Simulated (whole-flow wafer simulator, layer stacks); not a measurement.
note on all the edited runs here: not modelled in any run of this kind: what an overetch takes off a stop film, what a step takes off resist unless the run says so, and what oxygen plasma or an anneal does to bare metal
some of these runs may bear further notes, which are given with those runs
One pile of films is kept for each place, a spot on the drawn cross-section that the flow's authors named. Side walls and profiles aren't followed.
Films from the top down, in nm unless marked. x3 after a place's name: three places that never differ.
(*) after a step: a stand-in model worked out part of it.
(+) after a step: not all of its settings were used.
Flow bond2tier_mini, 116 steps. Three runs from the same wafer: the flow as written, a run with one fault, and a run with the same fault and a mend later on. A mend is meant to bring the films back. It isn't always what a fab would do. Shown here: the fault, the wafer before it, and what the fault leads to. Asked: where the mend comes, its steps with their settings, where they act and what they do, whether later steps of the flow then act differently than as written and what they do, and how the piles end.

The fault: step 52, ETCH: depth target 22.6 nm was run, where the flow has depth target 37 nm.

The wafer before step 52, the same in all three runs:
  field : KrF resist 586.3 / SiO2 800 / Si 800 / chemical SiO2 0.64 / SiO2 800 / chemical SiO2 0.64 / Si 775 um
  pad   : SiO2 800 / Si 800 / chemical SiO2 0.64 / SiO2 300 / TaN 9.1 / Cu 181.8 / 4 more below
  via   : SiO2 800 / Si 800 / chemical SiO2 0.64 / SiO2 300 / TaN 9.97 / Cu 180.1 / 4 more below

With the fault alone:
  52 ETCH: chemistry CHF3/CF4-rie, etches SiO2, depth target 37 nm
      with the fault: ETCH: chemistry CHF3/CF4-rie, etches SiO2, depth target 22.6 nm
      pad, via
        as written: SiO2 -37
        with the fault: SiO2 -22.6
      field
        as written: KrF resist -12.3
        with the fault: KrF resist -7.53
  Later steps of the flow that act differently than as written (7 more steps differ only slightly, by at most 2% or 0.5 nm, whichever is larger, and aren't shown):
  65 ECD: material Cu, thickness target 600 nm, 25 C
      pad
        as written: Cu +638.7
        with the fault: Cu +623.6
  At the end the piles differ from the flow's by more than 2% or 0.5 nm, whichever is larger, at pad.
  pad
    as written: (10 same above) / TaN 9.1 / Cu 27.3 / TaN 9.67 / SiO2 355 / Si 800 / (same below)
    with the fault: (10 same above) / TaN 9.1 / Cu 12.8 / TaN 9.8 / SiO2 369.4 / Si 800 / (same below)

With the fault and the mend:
  The mend comes after step 53.
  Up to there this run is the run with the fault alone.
  53a COAT: KrF resist, thickness 600 nm (*) (the flow's step 47 once more)
      field
        KrF resist +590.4 (new film)
      pad
        KrF resist +610 (new film)
      via
        KrF resist +608.8 (new film)
  53b SOFTBAKE: KrF resist (the flow's step 48 once more)
      changes no film at any place that is followed
  53c EXPOSE: photomask T2TRIM, NA 0.6 (the flow's step 49 once more)
      changes no film at any place that is followed
  53d PEB: KrF resist (the flow's step 50 once more)
      changes no film at any place that is followed
  53e DEVELOP: developer TMAH-0.26N, 60 s (the flow's step 51 once more)
      field
        KrF resist -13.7
      pad
        KrF resist -610 (all of it)
      via
        KrF resist -608.8 (all of it)
  53f ETCH: chemistry CHF3/CF4-rie, etches SiO2, depth target 14.4 nm (the flow's step 52 once more, with other settings)
      pad, via
        SiO2 -14.4
      field
        KrF resist -4.8
  53g STRIP: chemistry O2, over-ash 100% (+) (the flow's step 53 once more)
      field
        KrF resist -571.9 (all of it)
  No later step of the flow acts differently than as written at any place that is followed.
  At the end the piles are the same as the flow's at every place that both follow.
